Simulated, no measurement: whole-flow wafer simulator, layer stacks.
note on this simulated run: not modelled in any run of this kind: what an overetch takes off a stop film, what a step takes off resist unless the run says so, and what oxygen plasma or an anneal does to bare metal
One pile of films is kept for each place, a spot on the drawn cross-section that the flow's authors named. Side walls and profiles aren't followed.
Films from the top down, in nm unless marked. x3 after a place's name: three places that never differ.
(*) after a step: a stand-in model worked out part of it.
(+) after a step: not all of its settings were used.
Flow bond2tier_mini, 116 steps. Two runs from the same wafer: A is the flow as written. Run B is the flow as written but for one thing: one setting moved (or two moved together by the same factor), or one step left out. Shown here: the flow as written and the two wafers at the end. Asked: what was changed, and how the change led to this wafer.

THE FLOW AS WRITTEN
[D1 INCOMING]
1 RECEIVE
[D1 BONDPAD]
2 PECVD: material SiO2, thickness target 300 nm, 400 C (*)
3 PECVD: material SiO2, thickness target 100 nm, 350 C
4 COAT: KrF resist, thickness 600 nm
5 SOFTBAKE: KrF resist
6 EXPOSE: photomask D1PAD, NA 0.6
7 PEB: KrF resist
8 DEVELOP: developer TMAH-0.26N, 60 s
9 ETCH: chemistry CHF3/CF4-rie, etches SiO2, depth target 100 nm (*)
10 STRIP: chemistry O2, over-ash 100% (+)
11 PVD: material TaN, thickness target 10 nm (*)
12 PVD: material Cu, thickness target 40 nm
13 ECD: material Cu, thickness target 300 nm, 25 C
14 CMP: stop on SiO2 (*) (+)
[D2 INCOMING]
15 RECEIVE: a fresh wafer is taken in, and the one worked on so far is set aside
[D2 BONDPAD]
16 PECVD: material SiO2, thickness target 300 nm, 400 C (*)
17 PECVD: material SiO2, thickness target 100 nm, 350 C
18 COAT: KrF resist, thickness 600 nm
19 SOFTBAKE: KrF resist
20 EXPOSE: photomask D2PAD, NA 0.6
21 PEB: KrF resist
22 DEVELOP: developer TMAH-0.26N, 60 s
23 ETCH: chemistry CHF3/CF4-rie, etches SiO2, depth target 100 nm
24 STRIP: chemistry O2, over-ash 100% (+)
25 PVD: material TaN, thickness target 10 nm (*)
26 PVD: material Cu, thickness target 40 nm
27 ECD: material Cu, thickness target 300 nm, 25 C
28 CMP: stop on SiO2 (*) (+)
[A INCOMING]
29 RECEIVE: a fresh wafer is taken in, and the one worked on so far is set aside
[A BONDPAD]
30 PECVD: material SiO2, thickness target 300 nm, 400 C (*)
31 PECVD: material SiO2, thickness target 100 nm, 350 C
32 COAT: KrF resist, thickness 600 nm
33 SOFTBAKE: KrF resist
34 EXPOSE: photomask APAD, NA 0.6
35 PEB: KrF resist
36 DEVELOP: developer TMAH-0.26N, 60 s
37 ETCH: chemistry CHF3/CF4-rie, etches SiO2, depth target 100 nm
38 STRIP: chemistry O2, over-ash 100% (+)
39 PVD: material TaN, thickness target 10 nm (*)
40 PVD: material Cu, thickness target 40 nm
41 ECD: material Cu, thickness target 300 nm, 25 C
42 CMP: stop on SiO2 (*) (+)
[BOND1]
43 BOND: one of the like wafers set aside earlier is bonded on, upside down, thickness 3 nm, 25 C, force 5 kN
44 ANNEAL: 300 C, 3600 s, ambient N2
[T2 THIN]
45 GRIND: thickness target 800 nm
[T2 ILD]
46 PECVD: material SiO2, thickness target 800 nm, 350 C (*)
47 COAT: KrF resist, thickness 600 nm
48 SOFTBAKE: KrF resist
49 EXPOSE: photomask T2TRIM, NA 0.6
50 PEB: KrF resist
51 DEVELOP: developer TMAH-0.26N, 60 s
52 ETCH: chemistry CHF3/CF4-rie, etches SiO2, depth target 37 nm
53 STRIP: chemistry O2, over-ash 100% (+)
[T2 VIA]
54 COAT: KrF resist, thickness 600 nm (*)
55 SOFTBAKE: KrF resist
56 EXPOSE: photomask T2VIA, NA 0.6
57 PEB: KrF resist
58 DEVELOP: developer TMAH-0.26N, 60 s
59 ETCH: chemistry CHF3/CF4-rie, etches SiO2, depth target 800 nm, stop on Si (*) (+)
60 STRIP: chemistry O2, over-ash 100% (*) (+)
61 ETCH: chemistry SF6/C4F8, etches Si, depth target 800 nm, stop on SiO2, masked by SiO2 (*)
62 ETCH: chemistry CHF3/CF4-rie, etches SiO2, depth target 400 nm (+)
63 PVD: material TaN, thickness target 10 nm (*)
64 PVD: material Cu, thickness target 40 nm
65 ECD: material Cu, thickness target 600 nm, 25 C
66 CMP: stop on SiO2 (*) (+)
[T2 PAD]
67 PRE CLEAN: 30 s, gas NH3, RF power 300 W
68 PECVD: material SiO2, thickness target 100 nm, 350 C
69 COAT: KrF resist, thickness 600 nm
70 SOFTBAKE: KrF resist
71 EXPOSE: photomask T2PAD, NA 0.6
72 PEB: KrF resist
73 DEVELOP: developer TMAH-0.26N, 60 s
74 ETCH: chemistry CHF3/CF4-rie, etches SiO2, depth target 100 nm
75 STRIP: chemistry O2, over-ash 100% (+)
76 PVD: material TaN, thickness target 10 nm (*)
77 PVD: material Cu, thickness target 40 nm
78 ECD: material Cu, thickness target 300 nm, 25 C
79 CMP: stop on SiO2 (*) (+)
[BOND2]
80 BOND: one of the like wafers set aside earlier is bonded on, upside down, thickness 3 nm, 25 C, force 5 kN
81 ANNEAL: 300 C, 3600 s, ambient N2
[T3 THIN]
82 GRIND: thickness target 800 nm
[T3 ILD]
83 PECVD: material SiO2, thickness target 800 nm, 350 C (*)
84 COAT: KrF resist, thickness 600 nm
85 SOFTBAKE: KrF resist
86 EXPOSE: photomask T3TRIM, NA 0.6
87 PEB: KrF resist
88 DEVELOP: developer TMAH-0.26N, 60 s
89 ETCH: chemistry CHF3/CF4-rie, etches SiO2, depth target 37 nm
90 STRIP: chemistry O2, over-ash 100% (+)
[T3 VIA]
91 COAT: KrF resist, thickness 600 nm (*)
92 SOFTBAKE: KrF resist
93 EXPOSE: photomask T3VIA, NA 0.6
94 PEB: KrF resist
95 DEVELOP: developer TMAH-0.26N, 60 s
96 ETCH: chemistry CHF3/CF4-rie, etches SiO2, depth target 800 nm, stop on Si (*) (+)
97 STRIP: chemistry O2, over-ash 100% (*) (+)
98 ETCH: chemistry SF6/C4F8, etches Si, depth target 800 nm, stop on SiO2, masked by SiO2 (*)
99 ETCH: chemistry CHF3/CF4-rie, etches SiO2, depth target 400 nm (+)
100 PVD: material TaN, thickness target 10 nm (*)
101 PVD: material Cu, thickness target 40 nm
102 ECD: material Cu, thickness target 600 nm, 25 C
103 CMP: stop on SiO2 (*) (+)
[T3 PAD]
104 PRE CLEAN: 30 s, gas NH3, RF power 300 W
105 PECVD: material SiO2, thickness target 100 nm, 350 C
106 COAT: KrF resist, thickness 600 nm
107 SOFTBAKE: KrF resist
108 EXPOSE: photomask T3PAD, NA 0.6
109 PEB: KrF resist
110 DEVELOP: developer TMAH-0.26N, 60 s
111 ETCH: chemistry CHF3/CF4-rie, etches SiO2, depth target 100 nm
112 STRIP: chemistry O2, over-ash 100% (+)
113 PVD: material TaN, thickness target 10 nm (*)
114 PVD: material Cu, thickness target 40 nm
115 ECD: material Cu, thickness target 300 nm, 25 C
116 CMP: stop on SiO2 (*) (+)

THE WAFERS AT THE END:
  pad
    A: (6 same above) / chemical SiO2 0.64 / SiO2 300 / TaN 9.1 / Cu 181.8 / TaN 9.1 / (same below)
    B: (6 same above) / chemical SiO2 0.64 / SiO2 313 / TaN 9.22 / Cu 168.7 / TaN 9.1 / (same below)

The cause: step 23, ETCH: depth target 87 nm was run, where the flow has depth target 100 nm.

How the change led to this, step by step:
  23 ETCH: chemistry CHF3/CF4-rie, etches SiO2, depth target 100 nm
      pad, via: A SiO2 -100 | B SiO2 -87
      field: A KrF resist -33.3 | B KrF resist -29
  27 ECD: material Cu, thickness target 300 nm, 25 C
      pad: A Cu +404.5 | B Cu +390.9
      via: A Cu +400.2 | B Cu +387.1
  80 BOND: one of the like wafers set aside earlier is bonded on, upside down, thickness 3 nm, 25 C, force 5 kN
      pad: A Si +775 um (new film), chemical SiO2 +0.64 (new film), SiO2 +300 (new film), TaN +9.1 (new film), Cu +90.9 | B Si +775 um (new film), chemical SiO2 +0.64 (new film), SiO2 +313 (new film), TaN +9.22 (new film), Cu +77.8
